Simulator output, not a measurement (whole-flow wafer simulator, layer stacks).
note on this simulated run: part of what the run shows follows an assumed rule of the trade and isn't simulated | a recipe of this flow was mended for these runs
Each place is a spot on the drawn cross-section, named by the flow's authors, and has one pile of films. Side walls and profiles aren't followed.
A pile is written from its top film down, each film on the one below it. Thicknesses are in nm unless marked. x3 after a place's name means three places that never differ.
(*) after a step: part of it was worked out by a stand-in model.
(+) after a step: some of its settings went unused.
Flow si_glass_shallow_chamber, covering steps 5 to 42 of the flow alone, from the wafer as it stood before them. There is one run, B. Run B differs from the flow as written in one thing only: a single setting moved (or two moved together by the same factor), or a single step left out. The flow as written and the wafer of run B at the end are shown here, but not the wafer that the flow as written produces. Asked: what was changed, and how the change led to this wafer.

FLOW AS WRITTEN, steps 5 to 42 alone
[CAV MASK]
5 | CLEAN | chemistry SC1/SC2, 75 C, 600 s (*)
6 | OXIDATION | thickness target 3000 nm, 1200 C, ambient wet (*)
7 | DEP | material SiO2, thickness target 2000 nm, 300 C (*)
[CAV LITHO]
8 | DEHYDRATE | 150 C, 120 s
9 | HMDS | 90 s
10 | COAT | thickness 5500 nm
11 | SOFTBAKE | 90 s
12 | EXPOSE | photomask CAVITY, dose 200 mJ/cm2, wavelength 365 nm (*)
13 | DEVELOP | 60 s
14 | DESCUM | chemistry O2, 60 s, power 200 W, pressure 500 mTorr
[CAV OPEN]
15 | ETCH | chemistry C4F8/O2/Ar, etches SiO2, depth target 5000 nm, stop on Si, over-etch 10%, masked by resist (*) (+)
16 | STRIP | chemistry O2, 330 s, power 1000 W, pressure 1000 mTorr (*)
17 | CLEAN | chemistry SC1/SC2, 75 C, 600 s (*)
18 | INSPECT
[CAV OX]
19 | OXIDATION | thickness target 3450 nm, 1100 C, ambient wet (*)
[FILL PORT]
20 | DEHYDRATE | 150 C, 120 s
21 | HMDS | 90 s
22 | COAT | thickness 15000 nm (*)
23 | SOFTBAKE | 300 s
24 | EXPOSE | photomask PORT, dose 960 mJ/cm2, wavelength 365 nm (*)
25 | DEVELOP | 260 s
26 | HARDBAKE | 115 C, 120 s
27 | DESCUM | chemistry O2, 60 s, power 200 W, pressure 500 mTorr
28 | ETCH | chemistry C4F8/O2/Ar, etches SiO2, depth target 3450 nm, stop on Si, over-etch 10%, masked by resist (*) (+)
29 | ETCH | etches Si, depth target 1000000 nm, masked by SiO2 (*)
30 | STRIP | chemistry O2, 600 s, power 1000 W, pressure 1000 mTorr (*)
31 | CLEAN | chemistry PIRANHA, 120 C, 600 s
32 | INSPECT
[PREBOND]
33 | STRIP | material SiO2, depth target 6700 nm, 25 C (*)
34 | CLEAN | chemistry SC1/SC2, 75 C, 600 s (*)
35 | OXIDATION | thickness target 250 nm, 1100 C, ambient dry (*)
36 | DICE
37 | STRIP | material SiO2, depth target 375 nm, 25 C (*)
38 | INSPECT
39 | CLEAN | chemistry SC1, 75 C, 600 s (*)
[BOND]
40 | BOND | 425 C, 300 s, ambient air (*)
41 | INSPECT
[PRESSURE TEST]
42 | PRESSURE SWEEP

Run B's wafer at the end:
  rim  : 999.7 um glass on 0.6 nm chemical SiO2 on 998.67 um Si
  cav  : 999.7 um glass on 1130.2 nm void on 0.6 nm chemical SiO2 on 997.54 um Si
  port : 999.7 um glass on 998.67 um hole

The reason: step 6, OXIDATION: thickness target 1200 nm was run, though the flow has thickness target 3000 nm.

The path from the change to this, step by step:
  6 | OXIDATION | thickness target 3000 nm, 1200 C, ambient wet (*)
      rim, ramp, cav, port, septum, ring: +1200 SiO2 (new film), -0.6 chemical SiO2 (all of it), -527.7 Si (in the flow as written it would be: +3000 SiO2 (new film), -0.6 chemical SiO2 (all of it), -1319.7 Si)
  15 | ETCH | chemistry C4F8/O2/Ar, etches SiO2, depth target 5000 nm, stop on Si, over-etch 10%, masked by resist (*) (+)
      rim, ramp, septum, ring: -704 thick-i-line-resist (in the flow as written it would be: -1100 thick-i-line-resist)
      cav, port: -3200 SiO2 (all of it), -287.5 Si (in the flow as written it would be: -5000 SiO2 (all of it), -62.5 Si)
  16 | STRIP | chemistry O2, 330 s, power 1000 W, pressure 1000 mTorr (*)
      rim, ramp, septum, ring: -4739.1 thick-i-line-resist (all of it) (in the flow as written it would be: -4343.1 thick-i-line-resist (all of it))
  19 | OXIDATION | thickness target 3450 nm, 1100 C, ambient wet (*)
      rim, ramp, septum, ring: +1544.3 SiO2, -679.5 Si (in the flow as written it would be: +1110.9 SiO2, -488.8 Si)
  22 | COAT | thickness 15000 nm (*)
      rim: +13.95 um thick-i-line-resist (new film) (in the flow as written it would be: +13.4 um thick-i-line-resist (new film))
      ramp: +13.62 um thick-i-line-resist (new film) (in the flow as written it would be: +12.89 um thick-i-line-resist (new film))
      (as well as at 4 more places)
  23 | SOFTBAKE | 300 s
      rim: -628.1 thick-i-line-resist (in the flow as written it would be: -997 thick-i-line-resist)
      ramp: -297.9 thick-i-line-resist (in the flow as written it would be: -487.1 thick-i-line-resist)
      (as well as at 4 more places)
  25 | DEVELOP | 260 s
      port: -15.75 um thick-i-line-resist (all of it) (in the flow as written it would be: -16.16 um thick-i-line-resist (all of it))
  26 | HARDBAKE | 115 C, 120 s
      rim, ramp: -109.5 thick-i-line-resist (in the flow as written it would be: -98.2 thick-i-line-resist)
      cav: -137.9 thick-i-line-resist (in the flow as written it would be: -147.1 thick-i-line-resist)
  29 | ETCH | etches Si, depth target 1000000 nm, masked by SiO2 (*)
      rim: -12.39 um thick-i-line-resist (all of it), -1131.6 SiO2 (in the flow as written it would be: -11.47 um thick-i-line-resist (all of it), -1617.3 SiO2)
      ramp: -12.38 um thick-i-line-resist (all of it), -1131.7 SiO2 (in the flow as written it would be: -11.47 um thick-i-line-resist (all of it), -1617.3 SiO2)
      (as well as at 3 more places)
  30 | STRIP | chemistry O2, 600 s, power 1000 W, pressure 1000 mTorr (*)
      cav: -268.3 thick-i-line-resist (all of it) (in the flow as written it would be: -669.6 thick-i-line-resist (all of it))
  33 | STRIP | material SiO2, depth target 6700 nm, 25 C (*)
      rim: -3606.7 SiO2 (all of it) (in the flow as written it would be: -4487.5 SiO2 (all of it))
      ramp: -3606.6 SiO2 (all of it) (in the flow as written it would be: -4487.5 SiO2 (all of it))
      (as well as at 2 more places)
  40 | BOND | 425 C, 300 s, ambient air (*)
      cav: +999.7 um glass (new film), +1130.2 void (new film) (in the flow as written it would be: +999.7 um glass (new film), +1095.9 void (new film))
      port: +999.7 um glass (new film), +1051.5 hole (in the flow as written it would be: +999.7 um glass (new film), +1017.3 hole)
